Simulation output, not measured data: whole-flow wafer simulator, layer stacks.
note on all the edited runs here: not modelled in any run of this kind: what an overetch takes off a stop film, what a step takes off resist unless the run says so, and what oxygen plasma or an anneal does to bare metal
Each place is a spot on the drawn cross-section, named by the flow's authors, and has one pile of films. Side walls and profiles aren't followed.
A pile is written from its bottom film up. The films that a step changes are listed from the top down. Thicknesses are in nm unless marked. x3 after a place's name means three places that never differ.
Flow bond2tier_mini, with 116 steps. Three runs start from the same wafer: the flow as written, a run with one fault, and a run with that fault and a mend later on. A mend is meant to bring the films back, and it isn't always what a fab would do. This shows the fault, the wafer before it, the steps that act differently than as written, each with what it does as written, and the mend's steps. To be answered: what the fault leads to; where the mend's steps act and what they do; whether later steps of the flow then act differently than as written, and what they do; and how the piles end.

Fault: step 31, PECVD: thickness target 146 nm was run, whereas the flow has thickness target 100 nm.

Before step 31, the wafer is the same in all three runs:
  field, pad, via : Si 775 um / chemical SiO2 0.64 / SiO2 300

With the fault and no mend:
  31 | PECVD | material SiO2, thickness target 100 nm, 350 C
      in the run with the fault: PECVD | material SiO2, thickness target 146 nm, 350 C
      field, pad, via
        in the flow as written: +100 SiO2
        in the run with the fault: +146 SiO2
  Every later step of the flow that is run acts as written at every place that is followed.
  At field, pad, the piles at the end differ from the flow's by more than 2% or 0.5 nm, whichever is larger.
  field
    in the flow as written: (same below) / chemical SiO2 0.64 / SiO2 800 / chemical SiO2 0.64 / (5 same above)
    in the run with the fault: (same below) / chemical SiO2 0.64 / SiO2 846 / chemical SiO2 0.64 / (5 same above)
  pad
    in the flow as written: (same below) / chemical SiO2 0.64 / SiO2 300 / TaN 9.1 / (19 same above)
    in the run with the fault: (same below) / chemical SiO2 0.64 / SiO2 346 / TaN 9.1 / (19 same above)

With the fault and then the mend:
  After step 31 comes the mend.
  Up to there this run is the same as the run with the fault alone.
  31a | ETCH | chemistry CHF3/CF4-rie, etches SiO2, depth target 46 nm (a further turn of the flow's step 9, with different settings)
      field, pad, via
        -46 SiO2
  Every later step of the flow that is run acts as written at every place that is followed.
  The piles end the same as the flow's at every place that both follow.
